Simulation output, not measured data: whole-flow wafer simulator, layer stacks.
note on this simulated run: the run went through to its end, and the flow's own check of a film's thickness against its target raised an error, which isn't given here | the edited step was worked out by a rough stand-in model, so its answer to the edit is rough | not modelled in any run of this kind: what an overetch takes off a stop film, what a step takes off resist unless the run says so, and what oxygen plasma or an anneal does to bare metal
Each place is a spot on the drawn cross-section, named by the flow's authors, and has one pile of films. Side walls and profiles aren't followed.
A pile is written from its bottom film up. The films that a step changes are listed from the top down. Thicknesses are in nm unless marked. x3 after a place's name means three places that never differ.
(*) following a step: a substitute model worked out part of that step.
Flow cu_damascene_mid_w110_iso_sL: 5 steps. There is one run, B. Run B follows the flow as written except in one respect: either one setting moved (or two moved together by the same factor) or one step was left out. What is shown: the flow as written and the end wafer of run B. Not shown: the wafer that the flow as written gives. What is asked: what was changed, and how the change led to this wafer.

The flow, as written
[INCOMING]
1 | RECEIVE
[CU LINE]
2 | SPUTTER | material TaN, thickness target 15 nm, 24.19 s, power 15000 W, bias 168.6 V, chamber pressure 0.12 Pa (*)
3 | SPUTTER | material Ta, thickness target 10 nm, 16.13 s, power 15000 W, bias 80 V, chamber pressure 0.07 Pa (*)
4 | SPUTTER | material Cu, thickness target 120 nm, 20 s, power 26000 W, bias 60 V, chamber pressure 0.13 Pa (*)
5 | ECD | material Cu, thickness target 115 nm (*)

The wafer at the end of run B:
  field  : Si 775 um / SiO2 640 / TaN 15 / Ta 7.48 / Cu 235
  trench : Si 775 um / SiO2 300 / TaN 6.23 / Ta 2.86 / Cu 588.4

Cause: step 3, SPUTTER: power 11220 W was run, while the flow as written has power 15000 W.

Step by step, how the change led to this:
  3 | SPUTTER | material Ta, thickness target 10 nm, 16.13 s, power 15000 W, bias 80 V, chamber pressure 0.07 Pa (*)
      field: Ta gains 7.48 (new film) (in the flow as written it would be: Ta gains 10 (new film))
      trench: Ta gains 2.86 (new film) (in the flow as written it would be: Ta gains 4.05 (new film))
